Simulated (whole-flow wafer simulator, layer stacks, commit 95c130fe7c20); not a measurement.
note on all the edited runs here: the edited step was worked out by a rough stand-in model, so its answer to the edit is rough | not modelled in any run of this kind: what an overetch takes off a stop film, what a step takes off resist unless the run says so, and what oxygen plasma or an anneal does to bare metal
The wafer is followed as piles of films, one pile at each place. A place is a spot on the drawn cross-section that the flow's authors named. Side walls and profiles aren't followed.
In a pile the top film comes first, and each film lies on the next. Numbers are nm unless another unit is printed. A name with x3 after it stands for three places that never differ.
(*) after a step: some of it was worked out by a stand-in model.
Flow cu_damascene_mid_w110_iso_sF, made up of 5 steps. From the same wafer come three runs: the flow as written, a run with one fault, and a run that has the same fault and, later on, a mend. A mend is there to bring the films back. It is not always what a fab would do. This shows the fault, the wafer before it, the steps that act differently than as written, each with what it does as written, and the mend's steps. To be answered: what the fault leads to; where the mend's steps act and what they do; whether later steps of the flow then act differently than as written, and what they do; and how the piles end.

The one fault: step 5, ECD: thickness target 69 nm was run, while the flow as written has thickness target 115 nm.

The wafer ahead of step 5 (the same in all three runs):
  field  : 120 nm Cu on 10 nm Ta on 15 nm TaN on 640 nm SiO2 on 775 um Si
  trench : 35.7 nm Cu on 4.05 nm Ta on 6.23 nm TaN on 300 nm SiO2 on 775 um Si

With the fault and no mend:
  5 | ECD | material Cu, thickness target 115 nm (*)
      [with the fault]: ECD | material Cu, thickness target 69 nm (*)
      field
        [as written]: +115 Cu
        [with the fault]: +69 Cu
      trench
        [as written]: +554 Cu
        [with the fault]: +508 Cu
  None of the later steps of the flow acts differently than as written at any place that is followed.
  By the end, the piles at field, trench depart from the flow's by more than 2% or 0.5 nm, whichever is larger.
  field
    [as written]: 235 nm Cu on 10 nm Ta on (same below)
    [with the fault]: 189 nm Cu on 10 nm Ta on (same below)
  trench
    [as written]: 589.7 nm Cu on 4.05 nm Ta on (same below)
    [with the fault]: 543.7 nm Cu on 4.05 nm Ta on (same below)

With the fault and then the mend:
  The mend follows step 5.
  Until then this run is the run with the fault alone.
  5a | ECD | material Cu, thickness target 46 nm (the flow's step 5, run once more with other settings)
      field, trench
        +46 Cu
  None of the later steps of the flow acts differently than as written at any place that is followed.
  By the end, the piles equal the flow's at every place that both follow.
